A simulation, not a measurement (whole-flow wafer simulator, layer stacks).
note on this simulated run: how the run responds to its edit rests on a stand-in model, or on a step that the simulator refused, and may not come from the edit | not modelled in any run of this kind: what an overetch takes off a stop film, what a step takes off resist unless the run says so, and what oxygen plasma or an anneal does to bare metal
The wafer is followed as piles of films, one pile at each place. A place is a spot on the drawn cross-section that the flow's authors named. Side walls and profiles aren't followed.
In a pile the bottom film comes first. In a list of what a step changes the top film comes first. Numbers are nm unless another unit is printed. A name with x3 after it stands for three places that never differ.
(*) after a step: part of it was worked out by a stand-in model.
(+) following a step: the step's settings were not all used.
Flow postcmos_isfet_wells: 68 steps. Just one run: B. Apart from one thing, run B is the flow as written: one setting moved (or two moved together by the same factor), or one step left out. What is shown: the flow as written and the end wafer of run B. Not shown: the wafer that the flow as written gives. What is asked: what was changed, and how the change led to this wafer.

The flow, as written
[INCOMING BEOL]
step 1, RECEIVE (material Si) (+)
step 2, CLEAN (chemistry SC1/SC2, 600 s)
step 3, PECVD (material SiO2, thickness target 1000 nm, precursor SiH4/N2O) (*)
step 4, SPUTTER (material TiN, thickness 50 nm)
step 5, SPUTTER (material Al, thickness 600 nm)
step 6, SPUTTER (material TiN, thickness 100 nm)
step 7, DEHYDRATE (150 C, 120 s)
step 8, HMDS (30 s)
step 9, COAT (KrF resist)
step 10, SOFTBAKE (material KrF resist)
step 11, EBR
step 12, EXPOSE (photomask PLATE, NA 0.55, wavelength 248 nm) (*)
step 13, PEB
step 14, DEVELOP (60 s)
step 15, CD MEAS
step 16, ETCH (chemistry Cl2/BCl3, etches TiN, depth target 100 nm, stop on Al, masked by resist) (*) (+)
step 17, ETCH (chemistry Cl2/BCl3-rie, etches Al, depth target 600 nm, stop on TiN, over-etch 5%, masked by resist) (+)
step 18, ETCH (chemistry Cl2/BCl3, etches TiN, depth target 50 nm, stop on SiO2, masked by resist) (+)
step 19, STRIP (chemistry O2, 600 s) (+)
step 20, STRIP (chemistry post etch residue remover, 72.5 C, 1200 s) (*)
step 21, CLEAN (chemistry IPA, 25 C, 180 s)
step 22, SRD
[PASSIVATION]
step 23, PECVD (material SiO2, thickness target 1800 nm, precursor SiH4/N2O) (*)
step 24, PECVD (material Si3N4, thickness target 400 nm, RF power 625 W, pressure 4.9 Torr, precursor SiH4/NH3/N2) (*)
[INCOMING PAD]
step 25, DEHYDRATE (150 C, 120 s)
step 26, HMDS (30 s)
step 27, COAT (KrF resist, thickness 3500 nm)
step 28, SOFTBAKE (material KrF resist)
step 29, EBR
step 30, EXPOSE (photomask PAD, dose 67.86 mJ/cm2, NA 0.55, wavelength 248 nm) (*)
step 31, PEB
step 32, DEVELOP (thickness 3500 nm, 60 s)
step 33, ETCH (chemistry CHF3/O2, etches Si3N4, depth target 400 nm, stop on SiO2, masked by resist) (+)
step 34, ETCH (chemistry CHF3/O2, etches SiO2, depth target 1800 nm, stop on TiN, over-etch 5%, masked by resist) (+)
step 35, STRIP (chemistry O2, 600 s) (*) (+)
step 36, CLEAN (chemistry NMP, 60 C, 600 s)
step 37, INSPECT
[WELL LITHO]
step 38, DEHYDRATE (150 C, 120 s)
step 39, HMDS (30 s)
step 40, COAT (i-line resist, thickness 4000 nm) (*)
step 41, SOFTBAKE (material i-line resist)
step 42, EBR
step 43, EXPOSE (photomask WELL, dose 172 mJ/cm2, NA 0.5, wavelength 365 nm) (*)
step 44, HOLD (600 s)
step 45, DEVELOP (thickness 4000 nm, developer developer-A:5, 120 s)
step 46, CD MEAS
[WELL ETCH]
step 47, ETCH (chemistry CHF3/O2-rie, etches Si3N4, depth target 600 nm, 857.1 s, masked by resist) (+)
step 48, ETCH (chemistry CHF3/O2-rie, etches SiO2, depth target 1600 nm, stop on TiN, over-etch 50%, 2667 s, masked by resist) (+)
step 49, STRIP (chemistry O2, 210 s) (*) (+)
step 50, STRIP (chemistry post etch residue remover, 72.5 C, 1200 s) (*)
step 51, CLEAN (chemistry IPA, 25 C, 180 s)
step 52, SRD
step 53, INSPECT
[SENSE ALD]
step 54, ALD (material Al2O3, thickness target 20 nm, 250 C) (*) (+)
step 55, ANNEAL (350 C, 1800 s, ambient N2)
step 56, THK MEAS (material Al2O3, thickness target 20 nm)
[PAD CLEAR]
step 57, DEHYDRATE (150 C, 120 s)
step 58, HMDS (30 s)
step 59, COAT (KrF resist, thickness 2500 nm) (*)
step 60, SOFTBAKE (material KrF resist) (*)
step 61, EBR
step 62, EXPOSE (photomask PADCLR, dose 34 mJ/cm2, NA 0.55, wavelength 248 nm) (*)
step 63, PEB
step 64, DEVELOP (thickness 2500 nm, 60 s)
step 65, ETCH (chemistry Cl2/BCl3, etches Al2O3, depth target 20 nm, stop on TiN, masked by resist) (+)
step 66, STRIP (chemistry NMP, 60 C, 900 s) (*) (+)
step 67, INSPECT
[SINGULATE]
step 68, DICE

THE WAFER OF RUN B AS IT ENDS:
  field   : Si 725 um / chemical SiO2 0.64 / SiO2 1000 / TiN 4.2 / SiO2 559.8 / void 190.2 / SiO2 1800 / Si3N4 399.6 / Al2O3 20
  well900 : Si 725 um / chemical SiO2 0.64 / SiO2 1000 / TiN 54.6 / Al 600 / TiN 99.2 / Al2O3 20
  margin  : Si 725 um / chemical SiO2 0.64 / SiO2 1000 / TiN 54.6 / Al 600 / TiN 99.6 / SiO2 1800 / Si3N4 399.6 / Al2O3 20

Cause: step 4, SPUTTER: thickness 54.62 nm was run, while the flow as written has thickness 50 nm.
The wafer itself shows it: well900 has TiN 54.6, and step 4 as written asks for 50 nm.

The path from the change to this, step by step:
  step 4, SPUTTER (material TiN, thickness 50 nm)
      field, margin, well900 and 6 more: TiN gains 54.6 (new film) (as written it would have been: TiN gains 50 (new film))
  step 18, ETCH (chemistry Cl2/BCl3, etches TiN, depth target 50 nm, stop on SiO2, masked by resist) (+)
      field: TiN loses 50 (as written it would have been: TiN loses 50 (all of it))
  step 23, PECVD (material SiO2, thickness target 1800 nm, precursor SiH4/N2O) (*)
      field: SiO2 gains 1800 (new film), void gains 190.2 (new film), SiO2 gains 559.8 (new film) (as written it would have been: SiO2 gains 1800 (new film), void gains 189.9 (new film), SiO2 gains 559.7)
If metal films that touch count as one body, field has 1 body; the flow as written gives 0 bodies.
